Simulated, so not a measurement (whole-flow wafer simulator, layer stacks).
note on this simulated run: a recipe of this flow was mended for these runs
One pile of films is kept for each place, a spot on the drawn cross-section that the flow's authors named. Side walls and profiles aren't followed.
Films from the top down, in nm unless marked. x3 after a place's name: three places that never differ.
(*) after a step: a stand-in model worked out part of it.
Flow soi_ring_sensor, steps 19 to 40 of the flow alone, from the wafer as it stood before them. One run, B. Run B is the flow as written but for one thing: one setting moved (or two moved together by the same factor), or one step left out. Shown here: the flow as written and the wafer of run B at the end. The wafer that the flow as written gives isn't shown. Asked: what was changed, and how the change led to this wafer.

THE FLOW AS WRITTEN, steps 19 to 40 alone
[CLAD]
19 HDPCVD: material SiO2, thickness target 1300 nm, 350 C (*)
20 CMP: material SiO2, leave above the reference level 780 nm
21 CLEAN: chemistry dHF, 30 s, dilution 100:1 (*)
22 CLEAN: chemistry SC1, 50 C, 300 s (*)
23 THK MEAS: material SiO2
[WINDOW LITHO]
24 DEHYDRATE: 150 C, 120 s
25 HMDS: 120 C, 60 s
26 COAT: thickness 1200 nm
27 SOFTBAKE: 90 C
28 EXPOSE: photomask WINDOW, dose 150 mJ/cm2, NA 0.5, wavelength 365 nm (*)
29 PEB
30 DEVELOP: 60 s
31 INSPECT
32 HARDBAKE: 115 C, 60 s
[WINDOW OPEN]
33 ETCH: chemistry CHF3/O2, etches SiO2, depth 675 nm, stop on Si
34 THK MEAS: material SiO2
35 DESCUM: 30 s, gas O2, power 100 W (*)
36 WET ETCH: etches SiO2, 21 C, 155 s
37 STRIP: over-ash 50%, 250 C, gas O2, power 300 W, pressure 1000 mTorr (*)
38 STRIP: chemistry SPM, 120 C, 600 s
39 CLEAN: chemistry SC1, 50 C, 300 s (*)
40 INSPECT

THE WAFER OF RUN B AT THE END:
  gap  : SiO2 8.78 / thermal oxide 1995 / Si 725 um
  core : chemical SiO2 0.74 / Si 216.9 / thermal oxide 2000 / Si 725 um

The cause: step 36, WET ETCH: 135 s was run, where the flow has 155 s.

How the change led to this, step by step:
  36 WET ETCH: etches SiO2, 21 C, 155 s
      gap, window: SiO2 -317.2 (as written it would be: SiO2 -326.6 (all of it), thermal oxide -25)
  39 CLEAN: chemistry SC1, 50 C, 300 s (*)
      gap, window: SiO2 -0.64 (as written it would be: thermal oxide -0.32)
